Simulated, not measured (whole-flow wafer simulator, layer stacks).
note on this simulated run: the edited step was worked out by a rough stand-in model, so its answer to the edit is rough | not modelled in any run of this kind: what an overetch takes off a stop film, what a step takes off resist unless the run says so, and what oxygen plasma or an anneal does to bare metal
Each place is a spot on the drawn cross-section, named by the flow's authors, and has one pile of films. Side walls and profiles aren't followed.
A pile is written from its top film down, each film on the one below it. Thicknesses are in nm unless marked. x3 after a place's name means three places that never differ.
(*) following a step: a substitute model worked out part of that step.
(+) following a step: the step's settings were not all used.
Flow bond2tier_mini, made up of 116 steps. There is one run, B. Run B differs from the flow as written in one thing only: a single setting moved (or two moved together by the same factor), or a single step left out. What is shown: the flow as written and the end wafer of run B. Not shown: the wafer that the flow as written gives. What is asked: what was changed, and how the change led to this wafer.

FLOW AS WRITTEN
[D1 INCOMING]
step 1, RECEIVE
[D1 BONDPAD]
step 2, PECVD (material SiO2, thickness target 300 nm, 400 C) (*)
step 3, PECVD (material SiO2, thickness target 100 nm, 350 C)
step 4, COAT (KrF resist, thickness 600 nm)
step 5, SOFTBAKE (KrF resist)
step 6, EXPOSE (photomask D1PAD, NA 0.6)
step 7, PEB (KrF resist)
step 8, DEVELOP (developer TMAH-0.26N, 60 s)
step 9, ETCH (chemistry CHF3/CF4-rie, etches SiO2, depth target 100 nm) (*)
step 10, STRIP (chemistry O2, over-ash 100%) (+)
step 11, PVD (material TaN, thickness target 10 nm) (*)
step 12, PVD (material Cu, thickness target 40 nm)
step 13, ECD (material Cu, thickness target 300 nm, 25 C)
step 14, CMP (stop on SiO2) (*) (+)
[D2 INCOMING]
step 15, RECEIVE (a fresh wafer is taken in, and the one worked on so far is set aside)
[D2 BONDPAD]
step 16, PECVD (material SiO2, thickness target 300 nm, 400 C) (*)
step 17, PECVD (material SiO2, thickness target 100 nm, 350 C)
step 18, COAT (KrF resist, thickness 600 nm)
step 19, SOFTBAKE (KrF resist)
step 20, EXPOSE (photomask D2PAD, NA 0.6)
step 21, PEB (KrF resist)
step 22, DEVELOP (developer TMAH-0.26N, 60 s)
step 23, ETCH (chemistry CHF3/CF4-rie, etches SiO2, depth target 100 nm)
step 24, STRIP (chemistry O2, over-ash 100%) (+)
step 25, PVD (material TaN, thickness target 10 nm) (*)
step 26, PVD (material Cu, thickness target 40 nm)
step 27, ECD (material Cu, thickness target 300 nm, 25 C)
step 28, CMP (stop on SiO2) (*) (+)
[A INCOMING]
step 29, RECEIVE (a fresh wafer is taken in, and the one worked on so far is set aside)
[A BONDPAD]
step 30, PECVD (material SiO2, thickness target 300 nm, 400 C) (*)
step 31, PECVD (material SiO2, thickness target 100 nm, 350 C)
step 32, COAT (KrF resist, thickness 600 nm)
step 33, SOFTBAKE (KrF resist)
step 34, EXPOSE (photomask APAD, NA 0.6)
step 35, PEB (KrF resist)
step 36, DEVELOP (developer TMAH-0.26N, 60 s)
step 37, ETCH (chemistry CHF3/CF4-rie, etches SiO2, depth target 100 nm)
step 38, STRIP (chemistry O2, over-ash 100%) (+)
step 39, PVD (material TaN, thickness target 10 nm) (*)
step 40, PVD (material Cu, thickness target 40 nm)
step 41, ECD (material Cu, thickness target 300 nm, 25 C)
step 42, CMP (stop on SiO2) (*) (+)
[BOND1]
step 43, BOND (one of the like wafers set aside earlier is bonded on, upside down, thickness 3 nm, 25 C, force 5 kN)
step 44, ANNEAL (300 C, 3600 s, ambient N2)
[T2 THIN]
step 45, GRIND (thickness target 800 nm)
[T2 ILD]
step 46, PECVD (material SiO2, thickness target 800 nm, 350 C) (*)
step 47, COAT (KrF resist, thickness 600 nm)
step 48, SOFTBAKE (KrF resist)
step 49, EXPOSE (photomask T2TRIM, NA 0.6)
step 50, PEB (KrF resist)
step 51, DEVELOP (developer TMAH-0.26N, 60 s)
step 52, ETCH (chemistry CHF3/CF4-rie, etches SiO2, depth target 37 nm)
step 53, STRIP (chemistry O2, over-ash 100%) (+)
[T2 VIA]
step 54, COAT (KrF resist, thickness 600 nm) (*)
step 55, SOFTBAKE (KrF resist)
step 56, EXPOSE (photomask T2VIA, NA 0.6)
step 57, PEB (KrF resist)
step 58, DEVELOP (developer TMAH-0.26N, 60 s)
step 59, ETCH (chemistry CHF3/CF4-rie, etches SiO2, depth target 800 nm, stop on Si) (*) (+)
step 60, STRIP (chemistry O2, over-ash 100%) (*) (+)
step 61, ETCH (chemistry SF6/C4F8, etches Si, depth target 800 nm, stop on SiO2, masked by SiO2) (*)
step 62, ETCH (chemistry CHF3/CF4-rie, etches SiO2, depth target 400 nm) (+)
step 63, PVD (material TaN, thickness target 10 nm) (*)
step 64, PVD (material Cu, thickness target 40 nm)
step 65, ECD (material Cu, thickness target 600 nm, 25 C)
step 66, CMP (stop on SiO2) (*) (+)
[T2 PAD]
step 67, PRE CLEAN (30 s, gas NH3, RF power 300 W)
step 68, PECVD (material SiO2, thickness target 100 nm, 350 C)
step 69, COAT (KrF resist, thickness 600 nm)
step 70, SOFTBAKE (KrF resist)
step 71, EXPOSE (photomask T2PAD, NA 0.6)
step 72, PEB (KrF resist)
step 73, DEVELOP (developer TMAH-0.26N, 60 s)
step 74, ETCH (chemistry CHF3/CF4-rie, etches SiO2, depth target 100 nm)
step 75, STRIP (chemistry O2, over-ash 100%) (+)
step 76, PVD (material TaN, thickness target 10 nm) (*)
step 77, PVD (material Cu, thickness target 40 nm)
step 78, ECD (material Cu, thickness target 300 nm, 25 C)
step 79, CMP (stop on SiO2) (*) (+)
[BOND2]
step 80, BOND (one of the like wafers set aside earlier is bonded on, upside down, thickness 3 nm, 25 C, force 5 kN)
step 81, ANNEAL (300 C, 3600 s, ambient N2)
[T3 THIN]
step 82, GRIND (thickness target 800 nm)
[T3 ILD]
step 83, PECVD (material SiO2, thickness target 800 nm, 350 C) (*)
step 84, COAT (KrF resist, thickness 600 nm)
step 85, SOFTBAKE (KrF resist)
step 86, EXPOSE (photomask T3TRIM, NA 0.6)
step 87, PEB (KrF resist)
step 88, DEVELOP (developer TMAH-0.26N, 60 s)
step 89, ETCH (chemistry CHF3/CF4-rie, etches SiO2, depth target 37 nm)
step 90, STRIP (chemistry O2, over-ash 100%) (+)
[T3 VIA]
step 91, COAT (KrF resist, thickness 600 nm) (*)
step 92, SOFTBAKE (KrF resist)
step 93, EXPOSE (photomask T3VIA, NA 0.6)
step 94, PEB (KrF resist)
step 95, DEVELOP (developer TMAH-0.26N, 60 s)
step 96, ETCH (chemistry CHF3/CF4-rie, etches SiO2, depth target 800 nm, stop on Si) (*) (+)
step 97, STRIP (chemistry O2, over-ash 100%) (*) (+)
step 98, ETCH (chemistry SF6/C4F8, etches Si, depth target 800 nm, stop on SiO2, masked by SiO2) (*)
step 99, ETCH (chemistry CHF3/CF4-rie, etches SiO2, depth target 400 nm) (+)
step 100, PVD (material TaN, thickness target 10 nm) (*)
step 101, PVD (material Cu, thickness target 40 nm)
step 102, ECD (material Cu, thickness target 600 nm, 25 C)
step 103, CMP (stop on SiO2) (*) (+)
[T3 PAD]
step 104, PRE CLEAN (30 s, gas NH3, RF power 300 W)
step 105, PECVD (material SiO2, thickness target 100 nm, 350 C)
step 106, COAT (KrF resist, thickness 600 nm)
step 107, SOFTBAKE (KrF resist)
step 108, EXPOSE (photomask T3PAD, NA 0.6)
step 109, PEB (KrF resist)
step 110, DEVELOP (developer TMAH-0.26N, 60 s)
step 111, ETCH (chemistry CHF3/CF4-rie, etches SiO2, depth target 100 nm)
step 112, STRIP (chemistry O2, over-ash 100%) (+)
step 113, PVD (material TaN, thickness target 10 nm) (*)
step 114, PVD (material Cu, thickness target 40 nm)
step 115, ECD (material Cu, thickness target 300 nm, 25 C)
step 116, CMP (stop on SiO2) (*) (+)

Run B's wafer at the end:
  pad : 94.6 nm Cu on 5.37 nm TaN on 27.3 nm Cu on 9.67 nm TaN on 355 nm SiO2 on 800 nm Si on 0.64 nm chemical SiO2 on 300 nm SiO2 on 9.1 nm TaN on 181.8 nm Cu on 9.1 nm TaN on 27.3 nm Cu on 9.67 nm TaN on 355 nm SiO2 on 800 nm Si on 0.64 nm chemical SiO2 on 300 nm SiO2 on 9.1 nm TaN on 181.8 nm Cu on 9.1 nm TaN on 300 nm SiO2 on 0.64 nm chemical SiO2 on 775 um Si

What caused this: step 113, PVD: thickness target 5.9 nm was run, whereas the flow has thickness target 10 nm.

How this came from the change, step by step:
  step 113, PVD (material TaN, thickness target 10 nm) (*)
      field: +5.9 TaN (new film) (in the flow as written it would be: +10 TaN (new film))
      pad: +5.37 TaN (new film) (in the flow as written it would be: +9.1 TaN (new film))
  step 116, CMP (stop on SiO2) (*) (+)
      field: -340 Cu (all of it), -5.9 TaN (all of it) (in the flow as written it would be: -340 Cu (all of it), -10 TaN (all of it))
